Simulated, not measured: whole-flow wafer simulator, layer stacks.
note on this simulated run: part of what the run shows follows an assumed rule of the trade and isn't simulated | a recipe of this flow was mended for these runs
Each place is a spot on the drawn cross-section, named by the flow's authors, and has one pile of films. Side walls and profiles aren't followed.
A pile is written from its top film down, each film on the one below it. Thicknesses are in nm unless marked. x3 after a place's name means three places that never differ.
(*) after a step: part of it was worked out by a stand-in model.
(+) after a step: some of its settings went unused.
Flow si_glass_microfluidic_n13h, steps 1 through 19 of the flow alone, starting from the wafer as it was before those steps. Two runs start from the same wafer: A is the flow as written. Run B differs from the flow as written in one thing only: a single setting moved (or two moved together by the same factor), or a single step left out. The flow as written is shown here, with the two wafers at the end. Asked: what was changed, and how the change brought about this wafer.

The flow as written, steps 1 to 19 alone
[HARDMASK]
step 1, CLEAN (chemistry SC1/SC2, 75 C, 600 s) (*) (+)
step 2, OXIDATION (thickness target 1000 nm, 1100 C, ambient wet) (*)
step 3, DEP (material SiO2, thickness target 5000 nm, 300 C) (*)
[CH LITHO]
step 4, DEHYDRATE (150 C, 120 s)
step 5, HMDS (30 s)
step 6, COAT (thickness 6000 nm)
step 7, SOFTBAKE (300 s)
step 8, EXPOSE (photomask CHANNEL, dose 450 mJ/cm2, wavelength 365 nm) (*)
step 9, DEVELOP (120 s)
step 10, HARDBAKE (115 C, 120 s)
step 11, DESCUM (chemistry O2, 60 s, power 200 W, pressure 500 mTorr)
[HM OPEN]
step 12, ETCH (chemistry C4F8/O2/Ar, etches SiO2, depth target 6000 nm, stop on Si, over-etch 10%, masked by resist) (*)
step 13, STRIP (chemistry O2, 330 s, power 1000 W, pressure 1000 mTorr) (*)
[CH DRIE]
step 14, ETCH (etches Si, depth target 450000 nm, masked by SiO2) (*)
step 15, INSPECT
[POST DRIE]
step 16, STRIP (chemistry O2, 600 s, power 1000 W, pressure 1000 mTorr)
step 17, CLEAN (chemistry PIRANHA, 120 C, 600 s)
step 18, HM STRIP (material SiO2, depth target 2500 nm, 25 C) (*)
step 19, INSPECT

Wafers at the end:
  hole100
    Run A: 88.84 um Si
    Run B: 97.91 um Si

What caused this: step 12, ETCH: depth target 5400 nm was run, whereas the flow has depth target 6000 nm.

How this came from the change, step by step:
  step 12, ETCH (chemistry C4F8/O2/Ar, etches SiO2, depth target 6000 nm, stop on Si, over-etch 10%, masked by resist) (*)
      hole100: A SiO2 loses 6000 (all of it), Si loses 75 | B SiO2 loses 5940
      land: A thick-i-line-resist loses 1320 | B thick-i-line-resist loses 1188
  step 13, STRIP (chemistry O2, 330 s, power 1000 W, pressure 1000 mTorr) (*)
      hole100: A chemical SiO2 gains 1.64 (new film), Si loses 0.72 | B nothing
      land: A thick-i-line-resist loses 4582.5 (all of it) | B thick-i-line-resist loses 4714.5 (all of it)
  step 14, ETCH (etches Si, depth target 450000 nm, masked by SiO2) (*)
      hole100: A chemical SiO2 loses 1.64 (all of it), Si loses 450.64 um | B SiO2 loses 60 (all of it), Si loses 441.64 um
